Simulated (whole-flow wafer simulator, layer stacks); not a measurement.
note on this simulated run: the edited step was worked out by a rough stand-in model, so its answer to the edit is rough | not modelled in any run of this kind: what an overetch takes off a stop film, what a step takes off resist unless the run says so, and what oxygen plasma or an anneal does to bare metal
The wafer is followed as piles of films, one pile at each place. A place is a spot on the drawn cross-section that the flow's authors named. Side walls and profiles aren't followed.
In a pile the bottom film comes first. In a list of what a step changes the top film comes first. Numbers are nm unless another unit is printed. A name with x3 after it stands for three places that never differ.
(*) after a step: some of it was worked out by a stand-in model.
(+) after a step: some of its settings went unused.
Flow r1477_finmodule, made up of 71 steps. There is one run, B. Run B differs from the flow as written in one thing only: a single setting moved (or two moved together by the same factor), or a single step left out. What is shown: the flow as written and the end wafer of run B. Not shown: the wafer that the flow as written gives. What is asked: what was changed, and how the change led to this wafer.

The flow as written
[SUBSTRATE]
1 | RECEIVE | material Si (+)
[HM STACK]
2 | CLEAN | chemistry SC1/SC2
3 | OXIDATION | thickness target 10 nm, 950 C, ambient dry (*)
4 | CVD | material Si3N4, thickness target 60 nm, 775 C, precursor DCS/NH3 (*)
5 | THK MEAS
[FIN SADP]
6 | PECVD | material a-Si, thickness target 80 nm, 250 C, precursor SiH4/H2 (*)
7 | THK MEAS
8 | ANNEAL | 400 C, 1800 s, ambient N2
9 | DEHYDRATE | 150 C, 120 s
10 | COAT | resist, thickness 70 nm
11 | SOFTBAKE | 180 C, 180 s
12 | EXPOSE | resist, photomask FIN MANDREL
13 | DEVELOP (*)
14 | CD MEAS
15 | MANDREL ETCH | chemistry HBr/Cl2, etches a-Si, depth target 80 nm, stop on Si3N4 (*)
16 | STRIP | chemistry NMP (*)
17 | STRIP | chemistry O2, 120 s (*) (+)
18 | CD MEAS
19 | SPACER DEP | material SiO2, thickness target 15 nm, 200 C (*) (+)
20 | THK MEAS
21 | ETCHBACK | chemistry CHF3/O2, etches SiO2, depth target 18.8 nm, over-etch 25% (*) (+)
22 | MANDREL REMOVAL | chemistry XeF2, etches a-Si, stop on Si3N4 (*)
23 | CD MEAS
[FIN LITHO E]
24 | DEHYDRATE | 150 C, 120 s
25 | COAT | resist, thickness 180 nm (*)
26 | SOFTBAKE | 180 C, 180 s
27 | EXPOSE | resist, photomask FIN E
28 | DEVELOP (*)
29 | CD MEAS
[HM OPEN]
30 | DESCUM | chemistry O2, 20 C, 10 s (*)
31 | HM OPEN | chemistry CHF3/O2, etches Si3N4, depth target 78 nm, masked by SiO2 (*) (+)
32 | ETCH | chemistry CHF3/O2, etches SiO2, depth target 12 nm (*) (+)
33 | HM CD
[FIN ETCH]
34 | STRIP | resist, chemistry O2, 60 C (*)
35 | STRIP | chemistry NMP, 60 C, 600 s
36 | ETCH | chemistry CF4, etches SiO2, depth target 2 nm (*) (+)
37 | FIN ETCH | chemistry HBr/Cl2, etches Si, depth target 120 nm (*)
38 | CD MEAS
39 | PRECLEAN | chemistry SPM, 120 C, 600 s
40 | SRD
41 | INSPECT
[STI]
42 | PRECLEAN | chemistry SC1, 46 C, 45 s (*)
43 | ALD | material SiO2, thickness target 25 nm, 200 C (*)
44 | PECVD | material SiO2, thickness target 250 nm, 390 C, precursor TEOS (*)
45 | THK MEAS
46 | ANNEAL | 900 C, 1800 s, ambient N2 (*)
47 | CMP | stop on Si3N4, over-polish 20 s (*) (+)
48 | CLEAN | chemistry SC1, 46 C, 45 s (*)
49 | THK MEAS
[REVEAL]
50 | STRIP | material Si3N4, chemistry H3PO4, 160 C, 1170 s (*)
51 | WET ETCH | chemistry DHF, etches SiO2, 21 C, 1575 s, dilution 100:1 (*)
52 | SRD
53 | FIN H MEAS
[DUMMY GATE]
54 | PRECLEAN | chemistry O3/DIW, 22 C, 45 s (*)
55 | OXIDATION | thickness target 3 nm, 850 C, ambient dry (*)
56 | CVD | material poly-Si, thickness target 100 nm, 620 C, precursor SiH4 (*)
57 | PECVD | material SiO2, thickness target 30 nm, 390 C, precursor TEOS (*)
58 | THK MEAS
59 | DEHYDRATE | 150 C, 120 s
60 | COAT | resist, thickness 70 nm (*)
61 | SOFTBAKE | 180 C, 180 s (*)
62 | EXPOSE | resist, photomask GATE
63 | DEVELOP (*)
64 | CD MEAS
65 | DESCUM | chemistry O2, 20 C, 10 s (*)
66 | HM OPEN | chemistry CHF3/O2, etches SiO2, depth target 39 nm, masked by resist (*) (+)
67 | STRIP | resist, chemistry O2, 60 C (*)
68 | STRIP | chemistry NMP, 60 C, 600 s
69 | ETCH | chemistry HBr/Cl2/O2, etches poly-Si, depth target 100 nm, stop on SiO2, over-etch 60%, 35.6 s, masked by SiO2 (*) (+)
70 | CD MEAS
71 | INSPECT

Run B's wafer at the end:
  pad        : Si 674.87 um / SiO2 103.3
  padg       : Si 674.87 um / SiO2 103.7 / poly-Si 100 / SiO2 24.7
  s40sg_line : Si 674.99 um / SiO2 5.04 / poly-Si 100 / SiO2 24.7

Cause: step 55, OXIDATION: 892 C was run, though the flow has 850 C.

How this came from the change, step by step:
  55 | OXIDATION | thickness target 3 nm, 850 C, ambient dry (*)
      pad, padg, e40sg and 12 more: SiO2 gains 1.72, chemical SiO2 loses 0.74 (all of it), Si loses 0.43 (as written it would have been: SiO2 gains 1.21, chemical SiO2 loses 0.74 (all of it), Si loses 0.21)
      s40sg_line, s45sg_line, s50sg_line, s40so_line, s45so_line, s50so_line: SiO2 gains 5.04 (new film), chemical SiO2 loses 0.84 (all of it), Si loses 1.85 (as written it would have been: SiO2 gains 3 (new film), chemical SiO2 loses 0.84 (all of it), Si loses 0.95)
  67 | STRIP | resist, chemistry O2, 60 C (*)
      s40sg: resist loses 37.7 (all of it) (as written it would have been: resist loses 36.9 (all of it))
